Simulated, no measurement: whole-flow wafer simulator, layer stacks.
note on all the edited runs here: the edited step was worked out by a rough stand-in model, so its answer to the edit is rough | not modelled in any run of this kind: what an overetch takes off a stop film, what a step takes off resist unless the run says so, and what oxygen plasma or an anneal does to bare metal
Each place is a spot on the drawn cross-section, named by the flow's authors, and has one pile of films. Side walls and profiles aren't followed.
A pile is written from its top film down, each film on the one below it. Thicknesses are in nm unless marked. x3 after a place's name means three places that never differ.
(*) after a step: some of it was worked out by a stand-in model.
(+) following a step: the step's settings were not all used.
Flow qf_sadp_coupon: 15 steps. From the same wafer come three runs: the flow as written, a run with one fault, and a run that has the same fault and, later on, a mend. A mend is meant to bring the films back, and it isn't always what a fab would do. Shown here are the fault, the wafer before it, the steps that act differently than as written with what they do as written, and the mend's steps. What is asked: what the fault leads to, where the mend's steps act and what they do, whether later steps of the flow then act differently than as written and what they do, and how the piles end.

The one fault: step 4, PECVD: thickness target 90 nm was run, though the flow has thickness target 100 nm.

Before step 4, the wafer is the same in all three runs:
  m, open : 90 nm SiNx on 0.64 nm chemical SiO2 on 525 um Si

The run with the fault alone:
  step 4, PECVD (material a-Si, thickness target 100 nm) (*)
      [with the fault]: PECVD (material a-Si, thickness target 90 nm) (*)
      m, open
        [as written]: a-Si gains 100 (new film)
        [with the fault]: a-Si gains 90 (new film)
  Later steps of the flow acting differently than as written:
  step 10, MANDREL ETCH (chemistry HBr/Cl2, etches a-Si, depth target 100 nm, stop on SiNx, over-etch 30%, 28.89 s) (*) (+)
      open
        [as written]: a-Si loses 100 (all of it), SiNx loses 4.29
        [with the fault]: a-Si loses 90 (all of it), SiNx loses 5.71
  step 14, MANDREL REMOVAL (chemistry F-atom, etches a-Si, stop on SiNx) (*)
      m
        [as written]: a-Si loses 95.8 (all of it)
        [with the fault]: a-Si loses 85.8 (all of it)
  At open, the piles at the end differ from the flow's by more than 2% or 0.5 nm, whichever is larger.
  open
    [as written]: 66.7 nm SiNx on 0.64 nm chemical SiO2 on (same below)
    [with the fault]: 65.2 nm SiNx on 0.64 nm chemical SiO2 on (same below)

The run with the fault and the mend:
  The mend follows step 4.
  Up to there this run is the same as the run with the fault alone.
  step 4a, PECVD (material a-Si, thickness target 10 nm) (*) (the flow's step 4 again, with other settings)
      m, open
        a-Si gains 10
  Later steps of the flow that are run all act as written at every place that is followed.
  At every place that both follow, the piles at the end match the flow's.
